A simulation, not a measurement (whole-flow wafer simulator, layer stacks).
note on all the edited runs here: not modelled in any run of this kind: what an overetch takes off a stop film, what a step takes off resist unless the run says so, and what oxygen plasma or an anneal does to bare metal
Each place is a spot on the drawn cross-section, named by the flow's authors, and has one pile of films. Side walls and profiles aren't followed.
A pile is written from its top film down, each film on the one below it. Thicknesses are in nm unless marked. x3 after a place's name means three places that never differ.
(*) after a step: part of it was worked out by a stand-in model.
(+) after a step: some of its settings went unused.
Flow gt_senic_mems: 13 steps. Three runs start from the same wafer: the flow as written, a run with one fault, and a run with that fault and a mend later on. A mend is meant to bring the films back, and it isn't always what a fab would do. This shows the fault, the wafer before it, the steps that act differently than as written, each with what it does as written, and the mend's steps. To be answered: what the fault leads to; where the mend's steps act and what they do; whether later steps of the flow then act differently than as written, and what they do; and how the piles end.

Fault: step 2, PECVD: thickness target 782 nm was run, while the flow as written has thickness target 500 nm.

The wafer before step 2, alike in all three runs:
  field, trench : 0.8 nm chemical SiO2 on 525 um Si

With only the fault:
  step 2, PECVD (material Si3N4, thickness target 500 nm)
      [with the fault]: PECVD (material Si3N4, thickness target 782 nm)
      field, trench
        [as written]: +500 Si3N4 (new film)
        [with the fault]: +782 Si3N4 (new film)
  Later steps of the flow acting differently than as written (2 other steps are not shown; they differ only slightly, by no more than 2% or 0.5 nm, whichever is larger):
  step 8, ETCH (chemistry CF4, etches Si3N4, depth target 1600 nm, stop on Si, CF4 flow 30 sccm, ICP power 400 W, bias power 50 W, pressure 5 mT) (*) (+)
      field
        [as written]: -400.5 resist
        [with the fault]: -588.5 resist
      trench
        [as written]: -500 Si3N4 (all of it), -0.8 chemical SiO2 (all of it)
        [with the fault]: -782 Si3N4 (all of it), -0.8 chemical SiO2 (all of it)
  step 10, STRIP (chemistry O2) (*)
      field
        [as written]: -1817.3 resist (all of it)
        [with the fault]: -1629.3 resist (all of it)
  By the end, the piles at field depart from the flow's by more than 2% or 0.5 nm, whichever is larger.
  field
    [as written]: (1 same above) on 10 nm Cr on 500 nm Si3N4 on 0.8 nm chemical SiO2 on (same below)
    [with the fault]: (1 same above) on 10 nm Cr on 782 nm Si3N4 on 0.8 nm chemical SiO2 on (same below)

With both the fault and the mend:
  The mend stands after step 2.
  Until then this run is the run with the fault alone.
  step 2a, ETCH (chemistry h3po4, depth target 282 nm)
      field, trench
        -282 Si3N4
  Every later step of the flow that is run acts as written at every place that is followed.
  The piles end the same as the flow's at every place that both follow.
